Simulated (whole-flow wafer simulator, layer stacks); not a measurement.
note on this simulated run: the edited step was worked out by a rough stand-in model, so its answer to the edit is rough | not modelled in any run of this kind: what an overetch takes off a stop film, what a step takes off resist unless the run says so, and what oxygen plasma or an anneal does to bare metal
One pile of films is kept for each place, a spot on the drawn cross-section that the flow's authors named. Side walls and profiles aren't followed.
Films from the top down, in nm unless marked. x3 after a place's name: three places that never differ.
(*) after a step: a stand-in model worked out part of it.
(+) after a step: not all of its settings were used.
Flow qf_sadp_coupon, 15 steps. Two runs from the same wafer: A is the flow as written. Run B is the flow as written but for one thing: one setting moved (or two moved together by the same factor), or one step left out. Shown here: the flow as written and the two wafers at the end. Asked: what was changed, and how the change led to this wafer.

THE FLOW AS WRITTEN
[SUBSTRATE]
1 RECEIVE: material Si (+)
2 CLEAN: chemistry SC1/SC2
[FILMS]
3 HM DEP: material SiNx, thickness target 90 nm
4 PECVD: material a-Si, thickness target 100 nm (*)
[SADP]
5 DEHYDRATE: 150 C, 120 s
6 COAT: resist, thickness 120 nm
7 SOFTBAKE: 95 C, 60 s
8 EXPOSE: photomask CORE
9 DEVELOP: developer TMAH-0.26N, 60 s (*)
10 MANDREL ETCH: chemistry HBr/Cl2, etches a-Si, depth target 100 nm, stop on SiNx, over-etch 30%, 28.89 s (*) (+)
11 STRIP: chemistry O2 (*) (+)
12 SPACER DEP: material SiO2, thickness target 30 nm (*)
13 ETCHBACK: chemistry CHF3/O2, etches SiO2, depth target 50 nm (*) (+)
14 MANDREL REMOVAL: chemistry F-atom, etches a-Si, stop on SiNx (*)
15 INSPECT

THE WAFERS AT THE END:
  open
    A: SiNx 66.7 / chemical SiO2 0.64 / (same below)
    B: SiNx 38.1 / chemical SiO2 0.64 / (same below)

The cause: step 13, ETCHBACK: depth target 80 nm was run, where the flow has depth target 50 nm.

How the change led to this, step by step:
  13 ETCHBACK: chemistry CHF3/O2, etches SiO2, depth target 50 nm (*) (+)
      m: A SiO2 -30 (all of it), chemical SiO2 -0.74 (all of it), a-Si -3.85 | B SiO2 -30 (all of it), chemical SiO2 -0.74 (all of it), a-Si -9.85
      open: A SiO2 -30 (all of it), SiNx -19 | B SiO2 -30 (all of it), SiNx -47.6
  14 MANDREL REMOVAL: chemistry F-atom, etches a-Si, stop on SiNx (*)
      m: A a-Si -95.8 (all of it) | B a-Si -89.8 (all of it)
